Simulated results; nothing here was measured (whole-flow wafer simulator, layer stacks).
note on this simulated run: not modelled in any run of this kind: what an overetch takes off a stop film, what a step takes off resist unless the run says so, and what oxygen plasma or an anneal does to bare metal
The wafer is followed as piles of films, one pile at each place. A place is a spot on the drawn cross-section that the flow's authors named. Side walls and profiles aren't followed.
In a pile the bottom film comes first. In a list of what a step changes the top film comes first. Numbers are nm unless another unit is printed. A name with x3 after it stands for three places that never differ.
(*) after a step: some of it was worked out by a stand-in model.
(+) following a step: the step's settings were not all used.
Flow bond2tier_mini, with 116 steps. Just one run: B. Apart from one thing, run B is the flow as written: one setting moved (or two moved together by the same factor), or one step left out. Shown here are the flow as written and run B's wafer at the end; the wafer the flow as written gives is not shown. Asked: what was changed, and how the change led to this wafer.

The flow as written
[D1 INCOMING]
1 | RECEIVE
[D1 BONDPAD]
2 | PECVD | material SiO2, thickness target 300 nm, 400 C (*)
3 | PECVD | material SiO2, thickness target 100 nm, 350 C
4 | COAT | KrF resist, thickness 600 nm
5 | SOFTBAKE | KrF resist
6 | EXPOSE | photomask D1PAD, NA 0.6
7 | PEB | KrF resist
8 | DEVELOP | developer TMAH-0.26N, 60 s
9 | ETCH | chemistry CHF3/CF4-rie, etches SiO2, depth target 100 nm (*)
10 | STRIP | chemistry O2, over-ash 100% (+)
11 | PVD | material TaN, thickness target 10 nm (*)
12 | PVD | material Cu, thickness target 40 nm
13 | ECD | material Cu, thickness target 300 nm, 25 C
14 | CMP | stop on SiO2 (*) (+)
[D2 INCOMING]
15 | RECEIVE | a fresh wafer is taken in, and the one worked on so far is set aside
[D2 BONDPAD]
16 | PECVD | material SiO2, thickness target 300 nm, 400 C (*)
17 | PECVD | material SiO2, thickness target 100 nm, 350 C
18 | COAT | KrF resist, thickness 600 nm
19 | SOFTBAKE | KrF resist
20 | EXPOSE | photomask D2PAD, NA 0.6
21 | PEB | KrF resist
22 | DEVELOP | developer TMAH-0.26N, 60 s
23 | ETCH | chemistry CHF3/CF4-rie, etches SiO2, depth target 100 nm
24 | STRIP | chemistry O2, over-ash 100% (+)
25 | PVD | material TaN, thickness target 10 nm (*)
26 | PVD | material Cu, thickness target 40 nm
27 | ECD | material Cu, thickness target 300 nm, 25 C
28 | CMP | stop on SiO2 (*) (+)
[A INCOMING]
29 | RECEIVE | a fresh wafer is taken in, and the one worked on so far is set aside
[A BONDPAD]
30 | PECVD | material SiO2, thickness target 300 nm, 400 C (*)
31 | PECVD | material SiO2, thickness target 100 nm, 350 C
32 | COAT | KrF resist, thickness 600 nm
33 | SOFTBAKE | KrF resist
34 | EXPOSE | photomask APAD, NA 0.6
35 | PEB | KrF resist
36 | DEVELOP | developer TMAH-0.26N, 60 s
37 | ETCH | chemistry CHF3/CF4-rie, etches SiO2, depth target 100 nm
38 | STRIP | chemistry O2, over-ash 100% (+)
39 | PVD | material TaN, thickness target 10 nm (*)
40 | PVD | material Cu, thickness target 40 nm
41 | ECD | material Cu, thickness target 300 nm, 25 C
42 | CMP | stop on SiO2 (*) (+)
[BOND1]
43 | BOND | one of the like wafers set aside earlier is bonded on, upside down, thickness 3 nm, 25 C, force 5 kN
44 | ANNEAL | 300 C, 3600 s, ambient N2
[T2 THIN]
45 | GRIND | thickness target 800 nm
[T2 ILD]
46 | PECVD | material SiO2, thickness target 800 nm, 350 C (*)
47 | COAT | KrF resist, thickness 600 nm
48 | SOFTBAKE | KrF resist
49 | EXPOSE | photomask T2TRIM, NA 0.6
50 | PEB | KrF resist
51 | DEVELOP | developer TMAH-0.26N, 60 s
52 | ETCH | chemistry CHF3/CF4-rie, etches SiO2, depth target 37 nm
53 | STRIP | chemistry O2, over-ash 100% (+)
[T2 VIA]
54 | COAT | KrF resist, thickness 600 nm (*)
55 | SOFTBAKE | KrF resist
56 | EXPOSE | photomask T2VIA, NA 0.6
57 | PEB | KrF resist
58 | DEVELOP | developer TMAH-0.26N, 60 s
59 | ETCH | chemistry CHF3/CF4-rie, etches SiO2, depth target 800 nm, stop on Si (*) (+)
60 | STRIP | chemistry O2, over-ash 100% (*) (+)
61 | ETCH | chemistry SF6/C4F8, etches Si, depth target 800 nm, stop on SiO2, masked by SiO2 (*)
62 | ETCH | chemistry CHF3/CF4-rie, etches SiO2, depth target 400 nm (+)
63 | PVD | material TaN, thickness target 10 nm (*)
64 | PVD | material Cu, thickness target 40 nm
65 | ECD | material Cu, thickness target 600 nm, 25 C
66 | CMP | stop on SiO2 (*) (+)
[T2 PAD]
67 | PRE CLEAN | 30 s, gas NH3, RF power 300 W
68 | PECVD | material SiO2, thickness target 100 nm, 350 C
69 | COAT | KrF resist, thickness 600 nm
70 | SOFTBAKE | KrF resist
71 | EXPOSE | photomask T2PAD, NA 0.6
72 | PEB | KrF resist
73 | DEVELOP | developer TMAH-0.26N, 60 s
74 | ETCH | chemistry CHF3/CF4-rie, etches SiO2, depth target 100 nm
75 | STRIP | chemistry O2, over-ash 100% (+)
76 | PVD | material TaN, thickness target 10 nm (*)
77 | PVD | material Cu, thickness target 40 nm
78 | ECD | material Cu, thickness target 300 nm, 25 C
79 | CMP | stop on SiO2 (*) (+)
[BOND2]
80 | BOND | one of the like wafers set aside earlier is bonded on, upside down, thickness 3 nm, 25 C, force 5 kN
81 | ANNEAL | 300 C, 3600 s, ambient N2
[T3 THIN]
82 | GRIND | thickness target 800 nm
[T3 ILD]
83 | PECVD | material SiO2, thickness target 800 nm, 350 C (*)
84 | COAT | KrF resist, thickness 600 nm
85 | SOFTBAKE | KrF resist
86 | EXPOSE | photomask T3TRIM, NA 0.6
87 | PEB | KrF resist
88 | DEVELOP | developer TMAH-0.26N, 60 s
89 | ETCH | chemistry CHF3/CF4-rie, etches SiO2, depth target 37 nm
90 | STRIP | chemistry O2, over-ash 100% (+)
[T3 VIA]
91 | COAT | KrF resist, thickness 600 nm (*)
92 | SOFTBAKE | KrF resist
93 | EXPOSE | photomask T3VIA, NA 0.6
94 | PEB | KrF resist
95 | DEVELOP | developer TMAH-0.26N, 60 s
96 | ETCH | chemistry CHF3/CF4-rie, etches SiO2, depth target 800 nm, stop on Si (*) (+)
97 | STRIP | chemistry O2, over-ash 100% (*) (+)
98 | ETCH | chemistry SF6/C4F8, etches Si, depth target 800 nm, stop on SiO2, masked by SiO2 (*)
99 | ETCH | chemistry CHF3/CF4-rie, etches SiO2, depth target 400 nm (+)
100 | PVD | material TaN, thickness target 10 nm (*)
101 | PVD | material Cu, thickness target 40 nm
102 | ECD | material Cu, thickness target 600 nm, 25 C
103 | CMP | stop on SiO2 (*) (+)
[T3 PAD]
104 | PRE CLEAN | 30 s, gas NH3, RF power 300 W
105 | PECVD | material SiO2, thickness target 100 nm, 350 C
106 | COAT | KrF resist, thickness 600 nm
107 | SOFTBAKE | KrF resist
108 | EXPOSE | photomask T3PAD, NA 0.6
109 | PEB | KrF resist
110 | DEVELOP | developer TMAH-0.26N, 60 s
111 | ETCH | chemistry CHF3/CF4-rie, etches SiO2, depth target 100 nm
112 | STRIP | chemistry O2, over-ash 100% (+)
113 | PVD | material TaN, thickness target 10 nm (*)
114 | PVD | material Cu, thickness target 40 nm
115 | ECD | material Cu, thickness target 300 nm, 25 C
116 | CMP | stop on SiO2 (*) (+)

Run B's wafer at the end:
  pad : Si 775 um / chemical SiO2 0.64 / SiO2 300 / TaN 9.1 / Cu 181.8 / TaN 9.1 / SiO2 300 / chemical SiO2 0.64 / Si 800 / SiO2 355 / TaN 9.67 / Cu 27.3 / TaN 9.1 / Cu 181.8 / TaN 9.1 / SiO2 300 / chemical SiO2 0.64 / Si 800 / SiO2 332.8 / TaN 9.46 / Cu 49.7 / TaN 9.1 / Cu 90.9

Cause: step 89, ETCH: depth target 59.2 nm was run, whereas the flow has depth target 37 nm.

How this came from the change, step by step:
  89 | ETCH | chemistry CHF3/CF4-rie, etches SiO2, depth target 37 nm
      field: KrF resist loses 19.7 (it would be, as written: KrF resist loses 12.3)
      pad: SiO2 loses 59.2 (it would be, as written: SiO2 loses 37)
  97 | STRIP | chemistry O2, over-ash 100% (*) (+)
      field: KrF resist loses 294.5 (all of it) (it would be, as written: KrF resist loses 303.9 (all of it))
      pad: KrF resist loses 345.8 (all of it) (it would be, as written: KrF resist loses 336 (all of it))
  101 | PVD | material Cu, thickness target 40 nm
      pad: Cu gains 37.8 (new film) (it would be, as written: Cu gains 38.7 (new film))
  102 | ECD | material Cu, thickness target 600 nm, 25 C
      pad: Cu gains 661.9 (it would be, as written: Cu gains 638.7)
